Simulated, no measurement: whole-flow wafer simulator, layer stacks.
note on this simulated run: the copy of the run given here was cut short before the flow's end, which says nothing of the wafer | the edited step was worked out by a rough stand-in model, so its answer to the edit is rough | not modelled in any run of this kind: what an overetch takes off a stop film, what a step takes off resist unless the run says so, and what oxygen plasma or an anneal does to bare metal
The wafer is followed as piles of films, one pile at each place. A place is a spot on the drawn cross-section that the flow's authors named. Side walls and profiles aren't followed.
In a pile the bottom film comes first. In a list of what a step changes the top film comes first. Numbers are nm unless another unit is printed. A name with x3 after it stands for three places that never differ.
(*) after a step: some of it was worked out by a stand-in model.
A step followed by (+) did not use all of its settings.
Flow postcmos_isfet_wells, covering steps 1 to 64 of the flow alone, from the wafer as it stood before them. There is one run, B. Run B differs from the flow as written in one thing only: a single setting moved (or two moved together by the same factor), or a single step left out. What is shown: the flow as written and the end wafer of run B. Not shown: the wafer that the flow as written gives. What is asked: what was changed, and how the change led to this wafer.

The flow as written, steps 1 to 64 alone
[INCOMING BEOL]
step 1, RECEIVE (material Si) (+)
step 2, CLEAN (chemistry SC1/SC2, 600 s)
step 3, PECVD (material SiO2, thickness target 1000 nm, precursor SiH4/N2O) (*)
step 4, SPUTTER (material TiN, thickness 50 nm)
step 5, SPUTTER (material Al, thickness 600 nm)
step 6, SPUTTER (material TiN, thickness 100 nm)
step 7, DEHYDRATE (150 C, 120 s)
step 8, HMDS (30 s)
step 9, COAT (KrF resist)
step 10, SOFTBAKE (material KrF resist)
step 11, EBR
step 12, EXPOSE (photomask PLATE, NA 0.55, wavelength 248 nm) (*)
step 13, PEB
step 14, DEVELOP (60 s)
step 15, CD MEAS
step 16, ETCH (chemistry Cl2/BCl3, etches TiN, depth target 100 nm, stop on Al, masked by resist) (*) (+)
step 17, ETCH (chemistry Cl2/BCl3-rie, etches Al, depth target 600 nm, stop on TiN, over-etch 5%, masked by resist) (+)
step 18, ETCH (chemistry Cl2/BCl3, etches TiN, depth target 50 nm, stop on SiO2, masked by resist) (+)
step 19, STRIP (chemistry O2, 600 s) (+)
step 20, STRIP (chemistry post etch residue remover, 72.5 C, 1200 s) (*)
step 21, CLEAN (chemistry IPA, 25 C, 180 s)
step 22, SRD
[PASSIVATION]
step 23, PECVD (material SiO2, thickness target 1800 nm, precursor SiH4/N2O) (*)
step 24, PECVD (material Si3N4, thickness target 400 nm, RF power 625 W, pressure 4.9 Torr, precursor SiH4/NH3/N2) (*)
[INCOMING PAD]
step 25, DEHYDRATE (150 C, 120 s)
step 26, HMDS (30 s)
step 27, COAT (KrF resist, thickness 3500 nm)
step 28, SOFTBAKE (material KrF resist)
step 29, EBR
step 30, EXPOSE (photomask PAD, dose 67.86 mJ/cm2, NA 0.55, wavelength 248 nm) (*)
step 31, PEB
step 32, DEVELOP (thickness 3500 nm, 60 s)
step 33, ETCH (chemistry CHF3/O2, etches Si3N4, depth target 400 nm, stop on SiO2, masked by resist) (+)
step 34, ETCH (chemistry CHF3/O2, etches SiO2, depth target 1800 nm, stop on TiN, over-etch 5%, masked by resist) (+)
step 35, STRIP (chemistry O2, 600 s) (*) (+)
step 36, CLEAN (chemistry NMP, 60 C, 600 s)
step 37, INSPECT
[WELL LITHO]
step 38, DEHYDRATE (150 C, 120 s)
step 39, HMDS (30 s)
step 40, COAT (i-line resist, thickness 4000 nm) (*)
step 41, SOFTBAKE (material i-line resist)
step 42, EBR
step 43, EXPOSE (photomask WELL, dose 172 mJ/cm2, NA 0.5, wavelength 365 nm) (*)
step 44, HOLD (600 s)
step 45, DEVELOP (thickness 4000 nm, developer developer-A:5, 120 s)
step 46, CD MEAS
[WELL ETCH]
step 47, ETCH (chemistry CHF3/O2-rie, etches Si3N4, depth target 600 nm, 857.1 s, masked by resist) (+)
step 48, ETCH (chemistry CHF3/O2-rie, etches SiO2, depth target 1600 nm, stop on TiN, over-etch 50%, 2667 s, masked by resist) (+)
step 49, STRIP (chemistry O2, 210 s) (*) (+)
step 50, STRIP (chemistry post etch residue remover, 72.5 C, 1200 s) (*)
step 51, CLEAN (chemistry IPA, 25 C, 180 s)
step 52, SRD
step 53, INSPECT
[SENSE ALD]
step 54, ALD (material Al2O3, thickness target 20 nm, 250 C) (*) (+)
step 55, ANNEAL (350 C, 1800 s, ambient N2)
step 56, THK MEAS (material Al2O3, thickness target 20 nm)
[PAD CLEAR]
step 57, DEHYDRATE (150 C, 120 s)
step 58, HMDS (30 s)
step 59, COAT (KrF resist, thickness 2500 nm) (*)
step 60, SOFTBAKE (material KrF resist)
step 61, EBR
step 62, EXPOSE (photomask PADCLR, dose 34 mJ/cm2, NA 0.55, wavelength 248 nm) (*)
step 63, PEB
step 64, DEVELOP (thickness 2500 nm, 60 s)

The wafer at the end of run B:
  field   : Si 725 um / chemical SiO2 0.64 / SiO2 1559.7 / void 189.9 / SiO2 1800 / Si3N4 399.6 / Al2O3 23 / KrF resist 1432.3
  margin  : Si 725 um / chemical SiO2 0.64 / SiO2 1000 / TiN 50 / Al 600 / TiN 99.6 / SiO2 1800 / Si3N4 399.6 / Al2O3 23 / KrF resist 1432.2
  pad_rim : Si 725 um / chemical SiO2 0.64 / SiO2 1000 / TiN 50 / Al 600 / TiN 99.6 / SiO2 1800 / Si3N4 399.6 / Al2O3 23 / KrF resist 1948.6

The reason: step 54, ALD: thickness target 23 nm was run, while the flow as written has thickness target 20 nm.
The wafer itself shows it: field has Al2O3 23, and step 54 as written asks for 20 nm.

How this came from the change, step by step:
  step 54, ALD (material Al2O3, thickness target 20 nm, 250 C) (*) (+)
      field, margin, well900, well1300 x3, pad_rim, pad_clr, pad_open: +23 Al2O3 (new film) (in the flow as written it would be: +20 Al2O3 (new film))
